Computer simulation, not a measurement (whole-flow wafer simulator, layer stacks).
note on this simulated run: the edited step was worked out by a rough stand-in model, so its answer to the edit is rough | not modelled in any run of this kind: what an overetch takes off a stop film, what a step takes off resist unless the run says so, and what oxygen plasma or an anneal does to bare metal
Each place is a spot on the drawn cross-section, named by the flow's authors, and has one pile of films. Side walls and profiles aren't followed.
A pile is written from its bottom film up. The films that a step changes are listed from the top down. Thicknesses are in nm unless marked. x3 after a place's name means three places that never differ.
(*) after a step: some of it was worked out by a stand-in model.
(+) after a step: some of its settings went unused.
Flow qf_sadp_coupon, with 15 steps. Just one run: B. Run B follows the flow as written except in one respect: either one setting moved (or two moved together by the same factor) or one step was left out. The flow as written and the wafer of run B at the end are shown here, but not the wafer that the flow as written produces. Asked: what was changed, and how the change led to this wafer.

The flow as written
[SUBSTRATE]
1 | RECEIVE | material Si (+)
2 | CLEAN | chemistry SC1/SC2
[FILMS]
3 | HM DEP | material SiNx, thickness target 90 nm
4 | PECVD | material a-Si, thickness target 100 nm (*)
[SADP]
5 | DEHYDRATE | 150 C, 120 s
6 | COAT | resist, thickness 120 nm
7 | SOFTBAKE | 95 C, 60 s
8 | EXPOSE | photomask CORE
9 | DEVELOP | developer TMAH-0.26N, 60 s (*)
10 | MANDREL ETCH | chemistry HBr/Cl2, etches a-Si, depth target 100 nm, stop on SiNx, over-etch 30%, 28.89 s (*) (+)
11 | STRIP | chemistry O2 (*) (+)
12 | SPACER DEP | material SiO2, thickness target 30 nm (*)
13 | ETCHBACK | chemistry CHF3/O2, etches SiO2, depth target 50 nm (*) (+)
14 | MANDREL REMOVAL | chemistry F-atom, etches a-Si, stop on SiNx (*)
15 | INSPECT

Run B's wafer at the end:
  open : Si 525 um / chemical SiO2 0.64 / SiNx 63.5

The reason: step 4, PECVD: thickness target 77.5 nm was run, whereas the flow has thickness target 100 nm.

How this came from the change, step by step:
  4 | PECVD | material a-Si, thickness target 100 nm (*)
      m, open: +77.5 a-Si (new film) (in the flow as written it would be: +100 a-Si (new film))
  10 | MANDREL ETCH | chemistry HBr/Cl2, etches a-Si, depth target 100 nm, stop on SiNx, over-etch 30%, 28.89 s (*) (+)
      open: -77.5 a-Si (all of it), -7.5 SiNx (in the flow as written it would be: -100 a-Si (all of it), -4.29 SiNx)
  14 | MANDREL REMOVAL | chemistry F-atom, etches a-Si, stop on SiNx (*)
      m: -73.3 a-Si (all of it) (in the flow as written it would be: -95.8 a-Si (all of it))
